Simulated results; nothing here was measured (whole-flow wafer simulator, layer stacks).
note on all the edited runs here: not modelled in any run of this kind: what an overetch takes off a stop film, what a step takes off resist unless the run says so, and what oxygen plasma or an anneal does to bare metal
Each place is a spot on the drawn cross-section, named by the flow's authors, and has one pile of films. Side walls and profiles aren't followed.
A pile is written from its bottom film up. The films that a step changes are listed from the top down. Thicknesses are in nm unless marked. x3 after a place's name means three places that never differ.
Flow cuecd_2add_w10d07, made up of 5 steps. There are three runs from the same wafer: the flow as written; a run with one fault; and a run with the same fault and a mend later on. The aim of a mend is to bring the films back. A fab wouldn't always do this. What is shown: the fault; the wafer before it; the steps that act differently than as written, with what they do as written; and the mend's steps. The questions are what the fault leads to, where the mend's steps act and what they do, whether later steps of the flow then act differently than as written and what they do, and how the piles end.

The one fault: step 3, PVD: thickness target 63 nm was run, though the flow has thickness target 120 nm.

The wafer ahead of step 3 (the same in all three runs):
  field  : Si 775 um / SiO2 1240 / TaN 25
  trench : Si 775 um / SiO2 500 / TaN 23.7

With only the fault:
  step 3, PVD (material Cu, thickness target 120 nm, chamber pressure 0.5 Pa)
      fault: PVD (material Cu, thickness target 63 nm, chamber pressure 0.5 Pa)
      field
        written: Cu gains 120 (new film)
        fault: Cu gains 63 (new film)
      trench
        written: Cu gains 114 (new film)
        fault: Cu gains 59.8 (new film)
  Every later step of the flow that is run acts as written at every place that is followed.
  By the end, the piles at field, trench depart from the flow's by more than 2% or 0.5 nm, whichever is larger.
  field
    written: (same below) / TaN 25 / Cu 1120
    fault: (same below) / TaN 25 / Cu 1063
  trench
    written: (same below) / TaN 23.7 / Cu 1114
    fault: (same below) / TaN 23.7 / Cu 1059.8

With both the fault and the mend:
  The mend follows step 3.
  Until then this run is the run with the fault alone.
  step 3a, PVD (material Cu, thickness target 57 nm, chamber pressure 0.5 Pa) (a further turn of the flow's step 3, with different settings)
      field
        Cu gains 57
      trench
        Cu gains 54
  Every later step of the flow that is run acts as written at every place that is followed.
  At the end the piles are close to the flow's at the places that both follow, differing by at most 2% or 0.5 nm, whichever is larger.
